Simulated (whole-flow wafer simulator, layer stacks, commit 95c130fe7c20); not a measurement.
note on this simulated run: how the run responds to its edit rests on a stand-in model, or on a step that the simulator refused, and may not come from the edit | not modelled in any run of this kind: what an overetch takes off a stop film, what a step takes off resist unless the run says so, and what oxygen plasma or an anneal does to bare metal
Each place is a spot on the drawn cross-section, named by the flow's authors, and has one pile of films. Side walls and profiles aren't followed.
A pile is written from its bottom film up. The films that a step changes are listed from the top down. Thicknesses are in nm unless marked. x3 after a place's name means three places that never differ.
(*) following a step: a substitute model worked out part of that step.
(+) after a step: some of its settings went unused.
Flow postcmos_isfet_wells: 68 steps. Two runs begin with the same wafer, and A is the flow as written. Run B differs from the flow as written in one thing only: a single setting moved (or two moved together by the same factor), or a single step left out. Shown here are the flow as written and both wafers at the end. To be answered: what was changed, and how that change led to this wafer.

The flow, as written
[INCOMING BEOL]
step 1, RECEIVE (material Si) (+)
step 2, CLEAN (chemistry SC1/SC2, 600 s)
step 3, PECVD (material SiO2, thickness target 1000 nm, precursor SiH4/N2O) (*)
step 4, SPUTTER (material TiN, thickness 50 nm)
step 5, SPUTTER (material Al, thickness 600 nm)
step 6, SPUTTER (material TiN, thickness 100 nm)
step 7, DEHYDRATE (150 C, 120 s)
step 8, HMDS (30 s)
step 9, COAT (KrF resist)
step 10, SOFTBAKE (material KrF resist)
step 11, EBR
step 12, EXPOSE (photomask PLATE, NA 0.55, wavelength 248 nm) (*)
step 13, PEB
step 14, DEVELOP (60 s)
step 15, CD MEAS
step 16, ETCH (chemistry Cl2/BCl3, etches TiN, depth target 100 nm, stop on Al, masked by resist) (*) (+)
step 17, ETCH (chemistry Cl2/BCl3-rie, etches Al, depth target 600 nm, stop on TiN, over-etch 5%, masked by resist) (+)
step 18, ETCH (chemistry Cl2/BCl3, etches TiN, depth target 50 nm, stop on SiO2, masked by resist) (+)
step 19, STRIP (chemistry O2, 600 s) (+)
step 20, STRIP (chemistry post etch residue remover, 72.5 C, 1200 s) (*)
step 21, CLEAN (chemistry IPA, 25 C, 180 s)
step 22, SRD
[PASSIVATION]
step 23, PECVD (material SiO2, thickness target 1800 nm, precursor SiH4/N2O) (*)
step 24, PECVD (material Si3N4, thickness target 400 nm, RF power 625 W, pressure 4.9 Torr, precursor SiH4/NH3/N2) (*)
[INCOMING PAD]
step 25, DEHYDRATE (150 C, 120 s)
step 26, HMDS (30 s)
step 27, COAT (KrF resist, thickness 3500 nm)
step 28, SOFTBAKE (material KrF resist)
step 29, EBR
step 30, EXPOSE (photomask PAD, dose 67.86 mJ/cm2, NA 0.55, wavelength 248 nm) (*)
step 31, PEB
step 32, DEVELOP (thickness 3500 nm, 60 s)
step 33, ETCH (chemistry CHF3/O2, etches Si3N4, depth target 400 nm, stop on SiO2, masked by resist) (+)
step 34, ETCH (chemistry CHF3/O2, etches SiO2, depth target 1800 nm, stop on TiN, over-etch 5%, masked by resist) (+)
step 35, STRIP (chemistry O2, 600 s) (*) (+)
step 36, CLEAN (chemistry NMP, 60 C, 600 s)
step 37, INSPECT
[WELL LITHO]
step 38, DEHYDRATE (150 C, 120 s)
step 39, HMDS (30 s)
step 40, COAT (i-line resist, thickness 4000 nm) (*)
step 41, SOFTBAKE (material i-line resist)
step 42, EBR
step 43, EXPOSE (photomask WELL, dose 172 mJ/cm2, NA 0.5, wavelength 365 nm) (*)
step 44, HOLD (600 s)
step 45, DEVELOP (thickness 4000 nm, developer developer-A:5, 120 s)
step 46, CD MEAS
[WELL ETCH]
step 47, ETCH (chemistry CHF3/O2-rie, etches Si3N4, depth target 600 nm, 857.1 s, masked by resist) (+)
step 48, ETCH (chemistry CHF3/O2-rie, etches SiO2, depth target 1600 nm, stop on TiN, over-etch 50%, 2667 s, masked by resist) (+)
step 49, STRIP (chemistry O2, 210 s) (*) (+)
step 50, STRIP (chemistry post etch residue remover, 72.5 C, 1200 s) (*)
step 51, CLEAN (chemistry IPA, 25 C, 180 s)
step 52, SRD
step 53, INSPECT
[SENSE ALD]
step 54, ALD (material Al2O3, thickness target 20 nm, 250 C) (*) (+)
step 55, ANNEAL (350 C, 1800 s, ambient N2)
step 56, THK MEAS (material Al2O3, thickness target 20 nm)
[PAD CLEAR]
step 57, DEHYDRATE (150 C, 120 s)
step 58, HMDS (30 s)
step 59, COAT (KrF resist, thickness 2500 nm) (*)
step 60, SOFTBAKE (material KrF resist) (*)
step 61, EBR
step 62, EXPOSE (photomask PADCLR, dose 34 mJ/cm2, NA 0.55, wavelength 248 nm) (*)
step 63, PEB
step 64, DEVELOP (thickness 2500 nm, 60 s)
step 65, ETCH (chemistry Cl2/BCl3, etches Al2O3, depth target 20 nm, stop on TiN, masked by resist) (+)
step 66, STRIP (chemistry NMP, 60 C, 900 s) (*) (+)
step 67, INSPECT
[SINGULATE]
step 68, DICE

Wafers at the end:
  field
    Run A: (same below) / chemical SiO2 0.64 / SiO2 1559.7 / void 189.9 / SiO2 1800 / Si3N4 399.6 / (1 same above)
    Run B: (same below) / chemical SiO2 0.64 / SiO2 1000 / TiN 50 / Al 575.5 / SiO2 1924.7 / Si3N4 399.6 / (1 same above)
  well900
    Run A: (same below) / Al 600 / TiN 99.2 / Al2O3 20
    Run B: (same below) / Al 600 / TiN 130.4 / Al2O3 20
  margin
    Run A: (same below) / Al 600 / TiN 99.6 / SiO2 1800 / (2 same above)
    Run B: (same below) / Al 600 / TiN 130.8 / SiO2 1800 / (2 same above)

What caused this: step 6, SPUTTER: thickness 131.2 nm was run, though the flow has thickness 100 nm.

How this came from the change, step by step:
  step 6, SPUTTER (material TiN, thickness 100 nm)
      field, margin, well900 and 6 more: A +100 TiN (new film) | B +131.2 TiN (new film)
  step 16, ETCH (chemistry Cl2/BCl3, etches TiN, depth target 100 nm, stop on Al, masked by resist) (*) (+)
      field: A -100 TiN (all of it) | B -100 TiN
  step 17, ETCH (chemistry Cl2/BCl3-rie, etches Al, depth target 600 nm, stop on TiN, over-etch 5%, masked by resist) (+)
      field: A -600 Al (all of it) | B nothing
  step 18, ETCH (chemistry Cl2/BCl3, etches TiN, depth target 50 nm, stop on SiO2, masked by resist) (+)
      field: A -50 TiN (all of it) | B -31.2 TiN (all of it), -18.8 Al
  step 20, STRIP (chemistry post etch residue remover, 72.5 C, 1200 s) (*)
      field: A nothing | B -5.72 Al
  step 23, PECVD (material SiO2, thickness target 1800 nm, precursor SiH4/N2O) (*)
      field: A +1800 SiO2 (new film), +189.9 void (new film), +559.7 SiO2 | B +1924.7 SiO2 (new film)
Taking metal films that touch as one body, field has 1 body; the flow as written gives 0 bodies.
